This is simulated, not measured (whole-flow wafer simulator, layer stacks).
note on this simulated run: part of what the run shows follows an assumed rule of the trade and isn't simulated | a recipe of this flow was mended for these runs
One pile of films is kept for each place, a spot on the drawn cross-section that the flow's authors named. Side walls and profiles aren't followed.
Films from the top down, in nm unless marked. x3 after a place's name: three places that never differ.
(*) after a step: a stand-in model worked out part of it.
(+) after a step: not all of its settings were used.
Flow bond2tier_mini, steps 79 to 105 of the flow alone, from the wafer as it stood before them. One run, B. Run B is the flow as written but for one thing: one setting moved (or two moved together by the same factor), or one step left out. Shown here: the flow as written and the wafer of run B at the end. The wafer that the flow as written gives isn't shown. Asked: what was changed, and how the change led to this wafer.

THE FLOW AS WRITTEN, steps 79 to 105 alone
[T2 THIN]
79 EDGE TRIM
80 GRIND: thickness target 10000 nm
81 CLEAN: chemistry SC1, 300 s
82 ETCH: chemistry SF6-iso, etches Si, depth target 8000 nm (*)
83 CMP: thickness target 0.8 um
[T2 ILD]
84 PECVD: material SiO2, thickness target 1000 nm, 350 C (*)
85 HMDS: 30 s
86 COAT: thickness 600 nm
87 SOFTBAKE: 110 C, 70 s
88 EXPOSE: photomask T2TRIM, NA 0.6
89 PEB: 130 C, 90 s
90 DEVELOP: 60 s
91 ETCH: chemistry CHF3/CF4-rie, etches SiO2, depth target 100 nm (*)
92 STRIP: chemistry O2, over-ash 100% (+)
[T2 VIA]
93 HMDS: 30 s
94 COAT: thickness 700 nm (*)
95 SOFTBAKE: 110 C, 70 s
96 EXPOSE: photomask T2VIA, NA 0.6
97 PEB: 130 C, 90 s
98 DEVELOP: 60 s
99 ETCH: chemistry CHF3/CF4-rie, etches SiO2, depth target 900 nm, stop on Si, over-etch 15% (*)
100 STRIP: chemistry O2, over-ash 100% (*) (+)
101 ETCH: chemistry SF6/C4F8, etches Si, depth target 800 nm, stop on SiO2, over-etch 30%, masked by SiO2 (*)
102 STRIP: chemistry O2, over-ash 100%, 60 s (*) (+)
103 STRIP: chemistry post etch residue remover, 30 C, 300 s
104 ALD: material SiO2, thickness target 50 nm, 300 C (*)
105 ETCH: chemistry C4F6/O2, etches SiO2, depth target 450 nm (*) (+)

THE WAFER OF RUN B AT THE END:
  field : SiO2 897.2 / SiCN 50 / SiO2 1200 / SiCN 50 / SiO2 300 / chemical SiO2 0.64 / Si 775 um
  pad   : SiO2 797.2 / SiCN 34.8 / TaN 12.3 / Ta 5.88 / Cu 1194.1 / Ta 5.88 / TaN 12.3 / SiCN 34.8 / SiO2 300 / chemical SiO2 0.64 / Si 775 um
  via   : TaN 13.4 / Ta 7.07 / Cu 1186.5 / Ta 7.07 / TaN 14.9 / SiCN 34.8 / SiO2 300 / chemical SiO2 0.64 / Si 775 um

The cause: step 82, ETCH: depth target 10100 nm was run, where the flow has depth target 8000 nm.

How the change led to this, step by step:
  82 ETCH: chemistry SF6-iso, etches Si, depth target 8000 nm (*)
      field, pad, via: chemical SiO2 -0.6 (all of it), Si -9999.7 (all of it), chemical SiO2 -0.64 (all of it), SiO2 -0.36 (as written it would be: chemical SiO2 -0.6 (all of it), Si -8000)
  83 CMP: thickness target 0.8 um
      field, pad, via: nothing (as written it would be: Si -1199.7)
  84 PECVD: material SiO2, thickness target 1000 nm, 350 C (*)
      field, pad, via: SiO2 +1000 (as written it would be: SiO2 +1000 (new film))
  99 ETCH: chemistry CHF3/CF4-rie, etches SiO2, depth target 900 nm, stop on Si, over-etch 15% (*)
      via: SiO2 -1035 (as written it would be: SiO2 -900 (all of it), Si -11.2)
  101 ETCH: chemistry SF6/C4F8, etches Si, depth target 800 nm, stop on SiO2, over-etch 30%, masked by SiO2 (*)
      via: SiO2 -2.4 (as written it would be: Si -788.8 (all of it), chemical SiO2 -0.64 (all of it), SiO2 -1.87)
      field, pad: SiO2 -2.4 (as written it would be: SiO2 -10.3)
  105 ETCH: chemistry C4F6/O2, etches SiO2, depth target 450 nm (*) (+)
      via: SiO2 -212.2 (all of it), SiCN -34.8 (all of it), TaN -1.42 (as written it would be: SiO2 -348.1 (all of it), SiCN -17.2)
